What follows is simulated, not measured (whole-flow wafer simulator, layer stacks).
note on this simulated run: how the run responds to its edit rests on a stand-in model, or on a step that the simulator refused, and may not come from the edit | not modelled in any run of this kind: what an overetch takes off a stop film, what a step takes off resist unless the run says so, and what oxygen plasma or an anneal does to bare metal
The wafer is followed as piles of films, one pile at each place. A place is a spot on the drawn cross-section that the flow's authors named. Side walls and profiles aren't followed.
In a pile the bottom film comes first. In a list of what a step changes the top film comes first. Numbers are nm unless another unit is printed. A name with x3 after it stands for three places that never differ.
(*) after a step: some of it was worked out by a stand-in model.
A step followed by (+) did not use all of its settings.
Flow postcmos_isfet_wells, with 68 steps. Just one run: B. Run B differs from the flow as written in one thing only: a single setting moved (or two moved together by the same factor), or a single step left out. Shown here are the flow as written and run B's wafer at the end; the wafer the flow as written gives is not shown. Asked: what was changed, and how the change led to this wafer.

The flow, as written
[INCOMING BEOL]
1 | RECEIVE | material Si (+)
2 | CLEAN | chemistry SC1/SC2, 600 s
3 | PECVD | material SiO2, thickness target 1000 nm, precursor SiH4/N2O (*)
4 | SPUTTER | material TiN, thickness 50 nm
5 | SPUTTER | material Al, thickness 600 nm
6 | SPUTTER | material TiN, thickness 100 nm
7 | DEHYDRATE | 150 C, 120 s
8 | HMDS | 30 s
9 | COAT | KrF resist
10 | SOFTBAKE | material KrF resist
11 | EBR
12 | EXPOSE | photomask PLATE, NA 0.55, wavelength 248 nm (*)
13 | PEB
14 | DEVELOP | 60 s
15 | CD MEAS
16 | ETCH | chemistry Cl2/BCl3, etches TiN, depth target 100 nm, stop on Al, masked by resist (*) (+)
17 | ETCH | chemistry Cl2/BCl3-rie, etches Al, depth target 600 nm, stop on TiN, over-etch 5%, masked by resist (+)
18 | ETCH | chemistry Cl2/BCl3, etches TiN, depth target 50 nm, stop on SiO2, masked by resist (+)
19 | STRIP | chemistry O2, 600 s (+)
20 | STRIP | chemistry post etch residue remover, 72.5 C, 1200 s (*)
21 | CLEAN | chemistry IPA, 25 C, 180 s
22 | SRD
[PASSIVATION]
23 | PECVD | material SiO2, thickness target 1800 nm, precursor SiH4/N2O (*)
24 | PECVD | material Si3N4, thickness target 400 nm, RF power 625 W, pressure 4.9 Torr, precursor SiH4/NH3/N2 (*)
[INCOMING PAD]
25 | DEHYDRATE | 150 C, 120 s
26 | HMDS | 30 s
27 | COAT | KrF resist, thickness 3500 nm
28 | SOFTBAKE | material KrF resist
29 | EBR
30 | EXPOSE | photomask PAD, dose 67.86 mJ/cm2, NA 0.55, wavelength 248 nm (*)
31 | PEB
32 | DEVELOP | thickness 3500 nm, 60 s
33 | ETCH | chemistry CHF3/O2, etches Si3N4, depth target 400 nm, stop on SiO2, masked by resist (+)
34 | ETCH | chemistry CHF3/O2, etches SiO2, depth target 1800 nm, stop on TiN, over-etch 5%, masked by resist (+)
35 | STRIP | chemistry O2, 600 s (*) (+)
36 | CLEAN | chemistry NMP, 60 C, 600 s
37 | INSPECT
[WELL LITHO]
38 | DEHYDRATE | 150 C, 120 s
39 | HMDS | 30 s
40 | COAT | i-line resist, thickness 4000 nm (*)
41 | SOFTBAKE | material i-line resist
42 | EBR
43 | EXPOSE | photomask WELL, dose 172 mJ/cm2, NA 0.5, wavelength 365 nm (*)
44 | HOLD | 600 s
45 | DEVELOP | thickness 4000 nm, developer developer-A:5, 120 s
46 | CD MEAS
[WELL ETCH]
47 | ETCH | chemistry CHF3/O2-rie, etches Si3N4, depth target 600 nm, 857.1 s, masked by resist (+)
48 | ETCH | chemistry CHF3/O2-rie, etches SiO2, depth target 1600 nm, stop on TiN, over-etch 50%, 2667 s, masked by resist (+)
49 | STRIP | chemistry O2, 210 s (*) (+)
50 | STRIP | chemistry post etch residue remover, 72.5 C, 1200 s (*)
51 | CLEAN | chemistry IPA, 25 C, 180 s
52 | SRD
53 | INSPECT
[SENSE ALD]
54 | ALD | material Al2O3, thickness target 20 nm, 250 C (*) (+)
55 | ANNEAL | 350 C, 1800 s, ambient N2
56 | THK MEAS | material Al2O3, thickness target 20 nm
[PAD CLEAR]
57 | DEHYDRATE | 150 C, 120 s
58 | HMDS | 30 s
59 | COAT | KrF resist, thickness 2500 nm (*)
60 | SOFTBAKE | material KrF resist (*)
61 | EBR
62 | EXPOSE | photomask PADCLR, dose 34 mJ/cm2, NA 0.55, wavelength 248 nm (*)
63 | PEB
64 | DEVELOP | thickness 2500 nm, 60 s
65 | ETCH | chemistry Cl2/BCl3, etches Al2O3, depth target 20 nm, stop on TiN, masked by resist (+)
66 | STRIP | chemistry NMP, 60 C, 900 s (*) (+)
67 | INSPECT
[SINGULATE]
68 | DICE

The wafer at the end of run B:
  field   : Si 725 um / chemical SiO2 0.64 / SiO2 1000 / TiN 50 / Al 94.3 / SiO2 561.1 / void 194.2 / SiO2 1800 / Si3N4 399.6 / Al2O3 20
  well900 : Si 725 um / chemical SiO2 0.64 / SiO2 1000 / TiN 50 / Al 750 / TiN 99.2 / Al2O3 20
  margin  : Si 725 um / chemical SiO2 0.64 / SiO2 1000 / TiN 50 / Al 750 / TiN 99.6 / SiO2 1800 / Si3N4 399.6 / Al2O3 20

What caused this: step 5, SPUTTER: thickness 750 nm was run, while the flow as written has thickness 600 nm.
The wafer itself shows it: well900 has Al 750, and step 5 as written asks for 600 nm.

The path from the change to this, step by step:
  5 | SPUTTER | material Al, thickness 600 nm
      field, margin, well900 and 6 more: Al gains 750 (new film) (it would be, as written: Al gains 600 (new film))
  17 | ETCH | chemistry Cl2/BCl3-rie, etches Al, depth target 600 nm, stop on TiN, over-etch 5%, masked by resist (+)
      field: Al loses 600 (it would be, as written: Al loses 600 (all of it))
  18 | ETCH | chemistry Cl2/BCl3, etches TiN, depth target 50 nm, stop on SiO2, masked by resist (+)
      field: Al loses 50 (it would be, as written: TiN loses 50 (all of it))
  20 | STRIP | chemistry post etch residue remover, 72.5 C, 1200 s (*)
      field: Al loses 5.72 (it would be, as written: nothing)
  23 | PECVD | material SiO2, thickness target 1800 nm, precursor SiH4/N2O (*)
      field: SiO2 gains 1800 (new film), void gains 194.2 (new film), SiO2 gains 561.1 (new film) (it would be, as written: SiO2 gains 1800 (new film), void gains 189.9 (new film), SiO2 gains 559.7)
If metal films that touch count as one body, field has 1 body; the flow as written gives 0 bodies.
